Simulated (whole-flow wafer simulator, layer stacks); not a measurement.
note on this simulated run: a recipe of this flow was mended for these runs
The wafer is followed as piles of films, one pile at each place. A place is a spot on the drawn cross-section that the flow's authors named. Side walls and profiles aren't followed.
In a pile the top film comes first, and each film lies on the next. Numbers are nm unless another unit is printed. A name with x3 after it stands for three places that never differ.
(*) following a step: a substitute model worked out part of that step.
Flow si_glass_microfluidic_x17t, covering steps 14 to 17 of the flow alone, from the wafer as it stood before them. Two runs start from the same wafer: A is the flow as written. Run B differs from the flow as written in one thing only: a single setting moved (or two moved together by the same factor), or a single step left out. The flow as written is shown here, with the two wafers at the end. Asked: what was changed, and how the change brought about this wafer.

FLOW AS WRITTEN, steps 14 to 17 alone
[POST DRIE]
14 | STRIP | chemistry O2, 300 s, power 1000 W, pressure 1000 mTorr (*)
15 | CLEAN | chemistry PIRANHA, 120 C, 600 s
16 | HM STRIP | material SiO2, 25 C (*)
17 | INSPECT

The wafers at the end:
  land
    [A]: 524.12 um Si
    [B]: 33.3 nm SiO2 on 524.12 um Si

The reason: step 16, HM STRIP: 16 C was run, while the flow as written has 25 C.

The path from the change to this, step by step:
  16 | HM STRIP | material SiO2, 25 C (*)
      land: A -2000 SiO2 (all of it) | B -1966.7 SiO2
